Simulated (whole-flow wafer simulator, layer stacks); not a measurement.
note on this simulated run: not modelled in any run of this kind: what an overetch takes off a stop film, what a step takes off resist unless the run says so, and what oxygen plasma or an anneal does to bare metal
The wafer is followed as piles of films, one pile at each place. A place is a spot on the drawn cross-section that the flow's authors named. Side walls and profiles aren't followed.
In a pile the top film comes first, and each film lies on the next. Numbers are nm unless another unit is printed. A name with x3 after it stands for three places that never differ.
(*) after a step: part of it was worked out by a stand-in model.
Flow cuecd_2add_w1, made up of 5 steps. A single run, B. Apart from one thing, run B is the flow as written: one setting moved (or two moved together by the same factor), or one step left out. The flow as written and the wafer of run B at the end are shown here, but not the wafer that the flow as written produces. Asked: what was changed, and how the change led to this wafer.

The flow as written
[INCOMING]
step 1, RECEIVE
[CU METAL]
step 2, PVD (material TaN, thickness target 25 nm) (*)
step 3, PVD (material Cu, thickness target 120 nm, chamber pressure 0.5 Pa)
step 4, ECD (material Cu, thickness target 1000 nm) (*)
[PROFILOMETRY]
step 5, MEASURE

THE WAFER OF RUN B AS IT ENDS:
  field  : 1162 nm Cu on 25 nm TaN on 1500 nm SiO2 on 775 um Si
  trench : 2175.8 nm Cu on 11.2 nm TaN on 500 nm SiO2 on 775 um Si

The reason: step 3, PVD: thickness target 162 nm was run, while the flow as written has thickness target 120 nm.

How this came from the change, step by step:
  step 3, PVD (material Cu, thickness target 120 nm, chamber pressure 0.5 Pa)
      field: +162 Cu (new film) (as written it would have been: +120 Cu (new film))
      trench: +71.4 Cu (new film) (as written it would have been: +53.6 Cu (new film))
